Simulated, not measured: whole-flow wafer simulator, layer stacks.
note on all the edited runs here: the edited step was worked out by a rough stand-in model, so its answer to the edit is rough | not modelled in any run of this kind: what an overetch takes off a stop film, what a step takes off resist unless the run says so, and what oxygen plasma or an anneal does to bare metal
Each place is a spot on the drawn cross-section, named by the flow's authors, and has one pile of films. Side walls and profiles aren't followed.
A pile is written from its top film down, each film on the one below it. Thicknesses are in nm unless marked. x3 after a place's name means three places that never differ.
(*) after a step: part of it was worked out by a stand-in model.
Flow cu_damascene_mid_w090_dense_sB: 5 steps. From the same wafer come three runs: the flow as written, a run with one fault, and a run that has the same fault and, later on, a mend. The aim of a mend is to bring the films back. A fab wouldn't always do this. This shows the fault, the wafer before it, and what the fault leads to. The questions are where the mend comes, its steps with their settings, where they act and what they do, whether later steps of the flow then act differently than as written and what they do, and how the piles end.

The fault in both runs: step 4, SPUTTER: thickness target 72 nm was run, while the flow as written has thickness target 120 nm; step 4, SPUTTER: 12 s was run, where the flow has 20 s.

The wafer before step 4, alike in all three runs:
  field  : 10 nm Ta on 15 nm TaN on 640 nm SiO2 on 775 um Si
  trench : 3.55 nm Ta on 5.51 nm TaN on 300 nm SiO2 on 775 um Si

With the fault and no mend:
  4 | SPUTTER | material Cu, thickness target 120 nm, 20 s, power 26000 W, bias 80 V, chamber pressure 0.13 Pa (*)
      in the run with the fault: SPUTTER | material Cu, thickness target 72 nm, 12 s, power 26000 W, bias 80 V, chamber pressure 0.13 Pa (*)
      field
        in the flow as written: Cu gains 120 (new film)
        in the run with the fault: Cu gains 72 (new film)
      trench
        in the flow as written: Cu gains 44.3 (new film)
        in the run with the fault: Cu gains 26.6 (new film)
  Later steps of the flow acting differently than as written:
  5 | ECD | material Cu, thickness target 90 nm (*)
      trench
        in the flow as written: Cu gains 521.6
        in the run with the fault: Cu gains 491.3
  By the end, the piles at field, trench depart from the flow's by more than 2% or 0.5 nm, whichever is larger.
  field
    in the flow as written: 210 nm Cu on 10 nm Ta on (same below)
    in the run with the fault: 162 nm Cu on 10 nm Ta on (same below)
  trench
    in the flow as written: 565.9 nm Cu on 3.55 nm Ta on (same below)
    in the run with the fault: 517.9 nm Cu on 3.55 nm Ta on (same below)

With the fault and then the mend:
  The mend stands after step 4.
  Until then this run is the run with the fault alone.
  4a | SPUTTER | material Cu, thickness target 48 nm, 8 s, power 26000 W, bias 80 V, chamber pressure 0.13 Pa (*) (a further turn of the flow's step 4, with different settings)
      field
        Cu gains 48
      trench
        Cu gains 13
  Every later step of the flow that is run acts as written, at every place that is followed, to within 2% or 0.5 nm, whichever is larger.
  At every place that both follow, the piles at the end match the flow's.
